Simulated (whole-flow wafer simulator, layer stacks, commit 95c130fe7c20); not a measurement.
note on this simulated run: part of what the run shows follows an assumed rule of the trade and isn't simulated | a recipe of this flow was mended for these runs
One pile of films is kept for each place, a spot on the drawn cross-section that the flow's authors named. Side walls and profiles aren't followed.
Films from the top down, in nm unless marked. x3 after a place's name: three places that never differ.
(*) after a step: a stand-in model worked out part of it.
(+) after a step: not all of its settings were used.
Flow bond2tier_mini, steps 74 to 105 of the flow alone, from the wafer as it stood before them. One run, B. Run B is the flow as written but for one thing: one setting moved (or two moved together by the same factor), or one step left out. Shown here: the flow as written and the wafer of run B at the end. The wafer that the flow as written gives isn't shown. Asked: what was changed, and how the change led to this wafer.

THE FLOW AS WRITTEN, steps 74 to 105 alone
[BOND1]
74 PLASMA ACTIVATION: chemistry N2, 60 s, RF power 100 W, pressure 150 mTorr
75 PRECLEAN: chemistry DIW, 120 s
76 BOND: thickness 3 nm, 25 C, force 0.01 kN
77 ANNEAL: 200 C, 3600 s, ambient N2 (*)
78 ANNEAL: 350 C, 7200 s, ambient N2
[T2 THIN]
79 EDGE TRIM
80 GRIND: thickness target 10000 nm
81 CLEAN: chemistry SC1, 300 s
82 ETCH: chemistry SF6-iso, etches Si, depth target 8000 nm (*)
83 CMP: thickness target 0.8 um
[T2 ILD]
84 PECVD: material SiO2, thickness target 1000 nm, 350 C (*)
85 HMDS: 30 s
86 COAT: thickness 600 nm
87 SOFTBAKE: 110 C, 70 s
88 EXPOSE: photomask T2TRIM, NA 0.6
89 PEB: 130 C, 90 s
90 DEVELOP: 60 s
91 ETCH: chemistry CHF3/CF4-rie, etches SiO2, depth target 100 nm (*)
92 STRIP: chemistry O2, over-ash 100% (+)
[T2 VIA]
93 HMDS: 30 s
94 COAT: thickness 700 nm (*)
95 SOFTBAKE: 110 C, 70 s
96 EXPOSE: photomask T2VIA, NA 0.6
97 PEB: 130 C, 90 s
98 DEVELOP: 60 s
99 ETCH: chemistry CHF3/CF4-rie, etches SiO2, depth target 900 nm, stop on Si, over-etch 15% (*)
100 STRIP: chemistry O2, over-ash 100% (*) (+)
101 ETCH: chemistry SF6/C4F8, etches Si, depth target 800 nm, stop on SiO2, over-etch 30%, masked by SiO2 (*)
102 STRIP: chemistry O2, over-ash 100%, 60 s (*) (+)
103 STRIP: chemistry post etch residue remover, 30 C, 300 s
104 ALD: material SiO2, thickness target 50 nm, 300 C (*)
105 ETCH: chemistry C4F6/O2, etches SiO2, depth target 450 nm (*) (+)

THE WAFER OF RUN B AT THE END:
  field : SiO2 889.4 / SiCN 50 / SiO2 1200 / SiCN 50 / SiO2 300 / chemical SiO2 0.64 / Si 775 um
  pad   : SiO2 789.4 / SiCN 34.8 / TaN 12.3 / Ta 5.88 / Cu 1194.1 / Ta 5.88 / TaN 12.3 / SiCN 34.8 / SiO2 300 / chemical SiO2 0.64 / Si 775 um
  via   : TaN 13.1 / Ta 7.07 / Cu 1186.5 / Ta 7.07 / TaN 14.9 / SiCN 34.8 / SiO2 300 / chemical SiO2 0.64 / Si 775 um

The cause: step 82, ETCH: depth target 10880 nm was run, where the flow has depth target 8000 nm.

How the change led to this, step by step:
  82 ETCH: chemistry SF6-iso, etches Si, depth target 8000 nm (*)
      field, pad, via: chemical SiO2 -0.6 (all of it), Si -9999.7 (all of it), chemical SiO2 -0.64 (all of it), SiO2 -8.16 (as written it would be: chemical SiO2 -0.6 (all of it), Si -8000)
  83 CMP: thickness target 0.8 um
      field, pad, via: nothing (as written it would be: Si -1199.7)
  84 PECVD: material SiO2, thickness target 1000 nm, 350 C (*)
      field, pad, via: SiO2 +1000 (as written it would be: SiO2 +1000 (new film))
  99 ETCH: chemistry CHF3/CF4-rie, etches SiO2, depth target 900 nm, stop on Si, over-etch 15% (*)
      via: SiO2 -1035 (as written it would be: SiO2 -900 (all of it), Si -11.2)
  101 ETCH: chemistry SF6/C4F8, etches Si, depth target 800 nm, stop on SiO2, over-etch 30%, masked by SiO2 (*)
      via: SiO2 -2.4 (as written it would be: Si -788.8 (all of it), chemical SiO2 -0.64 (all of it), SiO2 -1.87)
      field, pad: SiO2 -2.4 (as written it would be: SiO2 -10.3)
  105 ETCH: chemistry C4F6/O2, etches SiO2, depth target 450 nm (*) (+)
      via: SiO2 -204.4 (all of it), SiCN -34.8 (all of it), TaN -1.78 (as written it would be: SiO2 -348.1 (all of it), SiCN -17.2)
